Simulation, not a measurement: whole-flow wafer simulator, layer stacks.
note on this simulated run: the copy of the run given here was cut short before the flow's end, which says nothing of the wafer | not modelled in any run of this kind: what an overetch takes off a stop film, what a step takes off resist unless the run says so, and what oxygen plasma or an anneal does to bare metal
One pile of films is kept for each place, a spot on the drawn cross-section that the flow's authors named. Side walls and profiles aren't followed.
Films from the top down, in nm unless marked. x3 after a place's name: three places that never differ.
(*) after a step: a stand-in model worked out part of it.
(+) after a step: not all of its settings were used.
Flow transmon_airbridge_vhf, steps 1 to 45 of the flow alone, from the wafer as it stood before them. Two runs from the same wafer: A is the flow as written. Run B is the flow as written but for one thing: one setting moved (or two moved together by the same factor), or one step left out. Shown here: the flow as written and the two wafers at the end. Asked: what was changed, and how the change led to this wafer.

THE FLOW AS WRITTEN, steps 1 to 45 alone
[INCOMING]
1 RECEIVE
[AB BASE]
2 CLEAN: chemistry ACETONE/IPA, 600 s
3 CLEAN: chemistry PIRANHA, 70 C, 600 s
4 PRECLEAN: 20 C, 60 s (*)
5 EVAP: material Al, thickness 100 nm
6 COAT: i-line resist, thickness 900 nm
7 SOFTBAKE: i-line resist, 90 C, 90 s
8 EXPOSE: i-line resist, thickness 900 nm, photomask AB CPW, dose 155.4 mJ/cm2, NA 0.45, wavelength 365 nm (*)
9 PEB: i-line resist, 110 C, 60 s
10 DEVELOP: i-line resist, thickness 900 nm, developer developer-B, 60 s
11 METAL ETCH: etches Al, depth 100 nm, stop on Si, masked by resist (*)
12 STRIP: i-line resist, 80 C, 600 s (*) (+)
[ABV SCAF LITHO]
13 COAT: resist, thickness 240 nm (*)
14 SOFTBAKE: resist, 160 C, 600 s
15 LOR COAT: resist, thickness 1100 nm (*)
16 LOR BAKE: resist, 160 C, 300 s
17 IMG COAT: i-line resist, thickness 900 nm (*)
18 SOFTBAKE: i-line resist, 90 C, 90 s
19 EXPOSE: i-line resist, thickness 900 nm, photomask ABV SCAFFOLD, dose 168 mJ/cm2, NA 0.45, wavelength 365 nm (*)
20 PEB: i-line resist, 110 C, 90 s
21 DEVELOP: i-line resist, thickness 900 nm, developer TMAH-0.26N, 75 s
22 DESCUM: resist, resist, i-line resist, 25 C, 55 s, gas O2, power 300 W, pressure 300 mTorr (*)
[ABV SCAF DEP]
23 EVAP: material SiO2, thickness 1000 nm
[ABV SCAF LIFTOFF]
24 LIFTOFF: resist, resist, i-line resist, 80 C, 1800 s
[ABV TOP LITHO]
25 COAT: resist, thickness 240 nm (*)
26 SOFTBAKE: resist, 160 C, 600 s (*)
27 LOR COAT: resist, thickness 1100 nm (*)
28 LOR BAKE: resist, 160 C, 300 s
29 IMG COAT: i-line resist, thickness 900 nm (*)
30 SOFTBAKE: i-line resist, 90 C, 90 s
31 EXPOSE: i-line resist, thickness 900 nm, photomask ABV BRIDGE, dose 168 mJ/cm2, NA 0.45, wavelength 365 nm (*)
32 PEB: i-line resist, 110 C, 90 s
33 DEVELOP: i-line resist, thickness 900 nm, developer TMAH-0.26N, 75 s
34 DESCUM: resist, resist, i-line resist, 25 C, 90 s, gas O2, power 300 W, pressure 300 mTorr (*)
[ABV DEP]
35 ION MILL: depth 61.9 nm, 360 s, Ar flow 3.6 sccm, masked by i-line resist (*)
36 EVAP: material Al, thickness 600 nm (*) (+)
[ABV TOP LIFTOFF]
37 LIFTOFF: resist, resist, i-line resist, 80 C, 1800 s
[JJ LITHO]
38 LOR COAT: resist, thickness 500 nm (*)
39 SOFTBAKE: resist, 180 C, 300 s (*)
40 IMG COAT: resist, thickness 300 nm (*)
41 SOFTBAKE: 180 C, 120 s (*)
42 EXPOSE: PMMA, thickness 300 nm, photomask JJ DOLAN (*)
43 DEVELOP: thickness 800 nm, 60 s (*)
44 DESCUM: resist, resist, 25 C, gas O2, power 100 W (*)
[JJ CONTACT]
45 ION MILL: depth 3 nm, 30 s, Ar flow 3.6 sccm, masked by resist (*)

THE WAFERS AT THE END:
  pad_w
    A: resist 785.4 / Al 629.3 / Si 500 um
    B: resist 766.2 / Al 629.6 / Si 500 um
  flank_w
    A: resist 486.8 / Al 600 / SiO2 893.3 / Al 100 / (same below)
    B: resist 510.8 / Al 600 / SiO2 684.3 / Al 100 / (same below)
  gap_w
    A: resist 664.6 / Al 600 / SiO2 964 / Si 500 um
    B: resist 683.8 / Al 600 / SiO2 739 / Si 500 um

The cause: step 23, EVAP: thickness 775 nm was run, where the flow has thickness 1000 nm.

How the change led to this, step by step:
  23 EVAP: material SiO2, thickness 1000 nm
      field x3, jj_line, ground_far and 10 more: A SiO2 +1000 (new film) | B SiO2 +775 (new film)
      flank_w, flank_e: A SiO2 +929.3 (new film) | B SiO2 +720.2 (new film)
  24 LIFTOFF: resist, resist, i-line resist, 80 C, 1800 s
      field x3, jj_line, trace_open_s x2: A SiO2 -1000 (all of it), i-line resist -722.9 (all of it), resist -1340 (all of it) | B SiO2 -775 (all of it), i-line resist -722.9 (all of it), resist -1340 (all of it)
      pad_w, pad_e: A SiO2 -1000 (all of it), i-line resist -718 (all of it), resist -1330.2 (all of it) | B SiO2 -775 (all of it), i-line resist -718 (all of it), resist -1330.2 (all of it)
      (and at 1 more place)
  25 COAT: resist, thickness 240 nm (*)
      flank_w, flank_e: A resist +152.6 (new film) | B resist +160.2 (new film)
      gap_w, gap_e: A resist +210.7 (new film) | B resist +220.4 (new film)
      (and at 6 more places)
  27 LOR COAT: resist, thickness 1100 nm (*)
      gap_w, gap_e: A resist +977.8 | B resist +1008.9
      margin_s, margin_n: A resist +823.4 | B resist +877.9
      (and at 6 more places)
  29 IMG COAT: i-line resist, thickness 900 nm (*)
      gap_w, gap_e: A i-line resist +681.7 (new film) | B i-line resist +736.3 (new film)
      margin_s, margin_n: A i-line resist +603.2 (new film) | B i-line resist +674.4 (new film)
      (and at 7 more places)
  32 PEB: i-line resist, 110 C, 90 s
      pad_w, pad_e: A i-line resist -51 | B i-line resist -49.9
      flank_w, flank_e: A i-line resist -38.3 | B i-line resist -40.6
      (and at 7 more places)
  33 DEVELOP: i-line resist, thickness 900 nm, developer TMAH-0.26N, 75 s
      gap_w, gap_e: A i-line resist -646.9 (all of it), resist -977.8 | B i-line resist -698.7 (all of it), resist -1008.9
      pad_w: A i-line resist -937.2 (all of it), resist -1247.8 | B i-line resist -918.2 (all of it), resist -1212.7
      (and at 5 more places)
  34 DESCUM: resist, resist, i-line resist, 25 C, 90 s, gas O2, power 300 W, pressure 300 mTorr (*)
      flank_w, flank_e: A resist -152.6 (all of it) | B resist -160.2 (all of it)
      gap_w, gap_e: A resist -210.7 (all of it) | B resist -220.4 (all of it)
      (and at 4 more places)
  37 LIFTOFF: resist, resist, i-line resist, 80 C, 1800 s
      margin_s, margin_n: A Al -600 (all of it), i-line resist -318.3 (all of it), resist -992 (all of it) | B Al -600 (all of it), i-line resist -385.8 (all of it), resist -1059.5 (all of it)
      ground_far: A Al -600 (all of it), i-line resist -717.9 (all of it), resist -1384.9 (all of it) | B Al -600 (all of it), i-line resist -689.9 (all of it), resist -1377.3 (all of it)
  38 LOR COAT: resist, thickness 500 nm (*)
      pad_w, pad_e: A resist +517 (new film) | B resist +504.1 (new film)
      flank_w, flank_e: A resist +306.5 (new film) | B resist +323.3 (new film)
      (and at 6 more places)
  40 IMG COAT: resist, thickness 300 nm (*)
      pad_w, pad_e: A resist +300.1 | B resist +293.9
      flank_w, flank_e: A resist +212.1 | B resist +219.3
      (and at 6 more places)
